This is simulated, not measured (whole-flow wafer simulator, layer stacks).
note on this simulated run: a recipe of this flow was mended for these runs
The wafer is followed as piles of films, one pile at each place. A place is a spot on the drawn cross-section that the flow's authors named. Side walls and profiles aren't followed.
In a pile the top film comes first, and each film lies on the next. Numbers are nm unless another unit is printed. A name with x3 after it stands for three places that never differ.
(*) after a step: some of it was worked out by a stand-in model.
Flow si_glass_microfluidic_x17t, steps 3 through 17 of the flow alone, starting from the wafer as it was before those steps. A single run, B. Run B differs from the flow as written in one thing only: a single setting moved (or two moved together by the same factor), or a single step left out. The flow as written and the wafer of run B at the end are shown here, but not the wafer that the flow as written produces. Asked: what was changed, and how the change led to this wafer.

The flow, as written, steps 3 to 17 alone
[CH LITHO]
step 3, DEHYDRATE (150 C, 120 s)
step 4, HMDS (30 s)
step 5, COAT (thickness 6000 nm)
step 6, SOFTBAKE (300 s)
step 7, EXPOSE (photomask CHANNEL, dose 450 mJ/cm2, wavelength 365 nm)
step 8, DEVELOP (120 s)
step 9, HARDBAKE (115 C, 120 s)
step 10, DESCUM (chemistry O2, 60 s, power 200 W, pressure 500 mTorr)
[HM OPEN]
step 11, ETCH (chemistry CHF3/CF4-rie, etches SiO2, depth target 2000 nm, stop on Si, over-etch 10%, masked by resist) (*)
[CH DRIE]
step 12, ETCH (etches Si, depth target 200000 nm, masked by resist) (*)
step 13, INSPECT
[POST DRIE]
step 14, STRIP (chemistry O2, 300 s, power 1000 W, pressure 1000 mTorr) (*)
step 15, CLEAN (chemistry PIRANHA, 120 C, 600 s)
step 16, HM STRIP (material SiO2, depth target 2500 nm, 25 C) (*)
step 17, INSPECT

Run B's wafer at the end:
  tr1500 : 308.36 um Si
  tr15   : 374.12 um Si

What caused this: step 9, HARDBAKE: 115 C, 120 s, was omitted.

Step by step, how the change led to this:
  step 12, ETCH (etches Si, depth target 200000 nm, masked by resist) (*)
      tr1500: Si loses 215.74 um (in the flow as written it would be: Si loses 215.73 um)
      tr15: Si loses 149.98 um (in the flow as written it would be: Si loses 149.99 um)
